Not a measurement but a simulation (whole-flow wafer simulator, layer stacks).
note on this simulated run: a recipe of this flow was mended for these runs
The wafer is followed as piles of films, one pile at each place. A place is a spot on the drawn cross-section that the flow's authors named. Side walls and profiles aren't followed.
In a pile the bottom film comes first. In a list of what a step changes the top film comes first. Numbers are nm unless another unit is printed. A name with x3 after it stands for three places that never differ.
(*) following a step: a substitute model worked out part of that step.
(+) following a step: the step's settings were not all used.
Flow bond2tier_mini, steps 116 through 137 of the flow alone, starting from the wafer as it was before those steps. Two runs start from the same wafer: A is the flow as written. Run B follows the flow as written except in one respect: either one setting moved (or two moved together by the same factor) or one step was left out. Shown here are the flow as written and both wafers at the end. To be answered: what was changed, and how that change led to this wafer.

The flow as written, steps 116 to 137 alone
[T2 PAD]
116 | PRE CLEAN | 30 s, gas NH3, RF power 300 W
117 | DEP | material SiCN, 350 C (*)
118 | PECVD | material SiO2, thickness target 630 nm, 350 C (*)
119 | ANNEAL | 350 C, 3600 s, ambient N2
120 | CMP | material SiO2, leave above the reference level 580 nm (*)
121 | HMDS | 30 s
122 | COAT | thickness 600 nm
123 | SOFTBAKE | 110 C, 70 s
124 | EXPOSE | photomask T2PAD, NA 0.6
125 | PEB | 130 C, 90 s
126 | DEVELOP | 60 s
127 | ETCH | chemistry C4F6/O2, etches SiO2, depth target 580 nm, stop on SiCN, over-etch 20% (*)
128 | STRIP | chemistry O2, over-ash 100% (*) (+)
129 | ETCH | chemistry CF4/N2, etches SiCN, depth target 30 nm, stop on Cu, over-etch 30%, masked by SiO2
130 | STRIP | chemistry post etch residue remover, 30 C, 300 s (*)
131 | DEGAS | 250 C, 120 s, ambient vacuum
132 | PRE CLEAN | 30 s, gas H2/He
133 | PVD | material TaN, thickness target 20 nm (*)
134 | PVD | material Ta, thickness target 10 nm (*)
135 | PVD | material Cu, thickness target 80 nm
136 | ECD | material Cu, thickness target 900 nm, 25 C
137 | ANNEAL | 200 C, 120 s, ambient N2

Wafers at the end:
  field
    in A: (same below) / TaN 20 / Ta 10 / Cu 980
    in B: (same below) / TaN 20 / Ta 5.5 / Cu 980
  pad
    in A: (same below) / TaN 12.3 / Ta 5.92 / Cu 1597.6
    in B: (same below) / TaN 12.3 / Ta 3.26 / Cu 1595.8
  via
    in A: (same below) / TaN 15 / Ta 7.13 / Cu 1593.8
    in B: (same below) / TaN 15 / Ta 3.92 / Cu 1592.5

What caused this: step 134, PVD: thickness target 5.5 nm was run, though the flow has thickness target 10 nm.
The wafer itself shows it: field has Ta 5.5, and step 134 as written asks for 10 nm.

How this came from the change, step by step:
  134 | PVD | material Ta, thickness target 10 nm (*)
      field: A Ta gains 10 (new film) | B Ta gains 5.5 (new film)
      pad: A Ta gains 5.92 (new film) | B Ta gains 3.26 (new film)
      (also at 1 further place)
